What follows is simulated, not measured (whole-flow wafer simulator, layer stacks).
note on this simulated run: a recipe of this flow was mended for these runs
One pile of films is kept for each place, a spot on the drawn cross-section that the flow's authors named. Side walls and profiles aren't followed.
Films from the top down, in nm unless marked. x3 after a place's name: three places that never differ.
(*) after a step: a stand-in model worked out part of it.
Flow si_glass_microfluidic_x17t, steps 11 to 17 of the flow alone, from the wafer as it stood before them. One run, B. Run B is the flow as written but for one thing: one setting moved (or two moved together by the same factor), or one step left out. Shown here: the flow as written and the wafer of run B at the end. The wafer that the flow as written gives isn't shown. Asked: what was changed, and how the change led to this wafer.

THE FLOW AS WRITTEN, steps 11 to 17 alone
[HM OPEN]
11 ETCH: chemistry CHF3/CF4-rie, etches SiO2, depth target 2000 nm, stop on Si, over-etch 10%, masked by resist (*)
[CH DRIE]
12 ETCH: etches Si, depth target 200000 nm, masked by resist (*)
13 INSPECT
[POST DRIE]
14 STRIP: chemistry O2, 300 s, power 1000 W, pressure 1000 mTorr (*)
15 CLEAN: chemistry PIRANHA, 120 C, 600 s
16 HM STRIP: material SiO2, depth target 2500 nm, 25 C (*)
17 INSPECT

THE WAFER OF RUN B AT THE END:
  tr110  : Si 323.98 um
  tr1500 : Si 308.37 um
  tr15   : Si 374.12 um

The cause: step 11, ETCH: over-etch 7% was run, where the flow has over-etch 10%.

How the change led to this, step by step:
  11 ETCH: chemistry CHF3/CF4-rie, etches SiO2, depth target 2000 nm, stop on Si, over-etch 10%, masked by resist (*)
      tr110, tr1500, tr15: SiO2 -2000 (all of it), Si -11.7 (as written it would be: SiO2 -2000 (all of it), Si -16.7)
      land: thick-i-line-resist -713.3 (as written it would be: thick-i-line-resist -733.3)
  12 ETCH: etches Si, depth target 200000 nm, masked by resist (*)
      tr1500: Si -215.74 um (as written it would be: Si -215.73 um)
